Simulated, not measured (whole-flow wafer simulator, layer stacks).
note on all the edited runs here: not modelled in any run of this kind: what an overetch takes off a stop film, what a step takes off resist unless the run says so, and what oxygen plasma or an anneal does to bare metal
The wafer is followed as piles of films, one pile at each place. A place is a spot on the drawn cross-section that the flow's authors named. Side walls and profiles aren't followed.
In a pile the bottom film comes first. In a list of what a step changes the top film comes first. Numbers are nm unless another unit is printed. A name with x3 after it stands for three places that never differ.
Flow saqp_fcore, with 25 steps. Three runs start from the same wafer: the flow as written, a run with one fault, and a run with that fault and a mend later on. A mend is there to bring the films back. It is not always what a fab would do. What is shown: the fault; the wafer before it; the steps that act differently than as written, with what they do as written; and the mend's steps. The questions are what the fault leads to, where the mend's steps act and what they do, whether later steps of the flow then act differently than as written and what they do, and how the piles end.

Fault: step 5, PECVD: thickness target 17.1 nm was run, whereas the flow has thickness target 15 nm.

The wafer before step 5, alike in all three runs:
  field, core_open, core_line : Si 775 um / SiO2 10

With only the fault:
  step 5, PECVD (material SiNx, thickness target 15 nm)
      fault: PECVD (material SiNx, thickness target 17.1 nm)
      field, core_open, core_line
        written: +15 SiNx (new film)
        fault: +17.1 SiNx (new film)
  Every later step of the flow that is run acts as written at every place that is followed.
  At field, core_open, core_line, the piles at the end differ from the flow's by more than 2% or 0.5 nm, whichever is larger.
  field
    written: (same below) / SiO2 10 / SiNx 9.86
    fault: (same below) / SiO2 10 / SiNx 12
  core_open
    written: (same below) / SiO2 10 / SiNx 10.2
    fault: (same below) / SiO2 10 / SiNx 12.3
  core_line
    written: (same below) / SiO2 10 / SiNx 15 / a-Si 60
    fault: (same below) / SiO2 10 / SiNx 17.1 / a-Si 60

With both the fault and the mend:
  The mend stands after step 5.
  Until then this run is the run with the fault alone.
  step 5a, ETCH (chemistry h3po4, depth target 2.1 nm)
      field, core_open, core_line
        -2.1 SiNx
  Every later step of the flow that is run acts as written at every place that is followed.
  The piles end the same as the flow's at every place that both follow.
